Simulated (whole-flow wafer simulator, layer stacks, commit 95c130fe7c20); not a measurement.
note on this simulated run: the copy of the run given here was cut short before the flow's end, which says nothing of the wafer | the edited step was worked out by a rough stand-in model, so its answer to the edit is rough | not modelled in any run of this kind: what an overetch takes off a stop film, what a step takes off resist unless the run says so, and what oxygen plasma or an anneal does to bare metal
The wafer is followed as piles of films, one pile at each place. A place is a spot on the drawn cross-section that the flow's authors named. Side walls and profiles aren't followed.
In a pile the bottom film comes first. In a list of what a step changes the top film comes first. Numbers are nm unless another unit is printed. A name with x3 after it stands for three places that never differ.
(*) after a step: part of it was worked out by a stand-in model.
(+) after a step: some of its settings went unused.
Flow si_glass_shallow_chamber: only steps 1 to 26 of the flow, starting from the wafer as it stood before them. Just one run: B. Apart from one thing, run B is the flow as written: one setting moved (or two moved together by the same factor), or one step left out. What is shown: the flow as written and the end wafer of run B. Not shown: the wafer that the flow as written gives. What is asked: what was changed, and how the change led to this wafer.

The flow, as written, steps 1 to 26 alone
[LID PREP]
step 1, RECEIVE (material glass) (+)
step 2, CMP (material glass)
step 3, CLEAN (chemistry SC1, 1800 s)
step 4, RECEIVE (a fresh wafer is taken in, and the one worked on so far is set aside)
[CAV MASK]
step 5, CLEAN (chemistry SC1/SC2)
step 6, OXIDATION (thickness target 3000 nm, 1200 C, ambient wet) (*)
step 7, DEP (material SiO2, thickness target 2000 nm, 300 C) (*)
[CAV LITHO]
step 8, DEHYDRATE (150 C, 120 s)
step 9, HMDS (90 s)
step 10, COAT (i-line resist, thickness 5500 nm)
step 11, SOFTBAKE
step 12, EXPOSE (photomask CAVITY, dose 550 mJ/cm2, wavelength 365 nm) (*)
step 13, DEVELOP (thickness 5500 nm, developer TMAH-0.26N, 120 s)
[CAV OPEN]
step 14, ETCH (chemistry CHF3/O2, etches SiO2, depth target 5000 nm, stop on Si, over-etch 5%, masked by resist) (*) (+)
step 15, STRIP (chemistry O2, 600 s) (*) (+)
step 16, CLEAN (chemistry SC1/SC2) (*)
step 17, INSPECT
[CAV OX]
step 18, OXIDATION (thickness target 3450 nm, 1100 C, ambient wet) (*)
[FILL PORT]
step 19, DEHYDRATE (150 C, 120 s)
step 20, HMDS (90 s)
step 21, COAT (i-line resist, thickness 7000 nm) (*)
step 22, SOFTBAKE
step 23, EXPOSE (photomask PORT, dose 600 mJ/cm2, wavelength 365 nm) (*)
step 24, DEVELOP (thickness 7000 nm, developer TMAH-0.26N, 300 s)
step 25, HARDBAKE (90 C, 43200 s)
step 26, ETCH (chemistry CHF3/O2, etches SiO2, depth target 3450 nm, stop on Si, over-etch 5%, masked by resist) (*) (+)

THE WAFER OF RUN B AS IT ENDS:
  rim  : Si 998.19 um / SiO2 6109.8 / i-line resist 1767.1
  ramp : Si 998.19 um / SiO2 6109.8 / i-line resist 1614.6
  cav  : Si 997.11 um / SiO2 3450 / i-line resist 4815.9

The reason: step 26, ETCH: over-etch 2.87% was run, while the flow as written has over-etch 5%.

The path from the change to this, step by step:
  step 26, ETCH (chemistry CHF3/O2, etches SiO2, depth target 3450 nm, stop on Si, over-etch 5%, masked by resist) (*) (+)
      rim, ramp, cav, ring: -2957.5 i-line resist (in the flow as written it would be: -3018.8 i-line resist)
      port: -3450 SiO2 (all of it), -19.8 Si (in the flow as written it would be: -3450 SiO2 (all of it), -34.5 Si)
      (and at 1 other place as well)
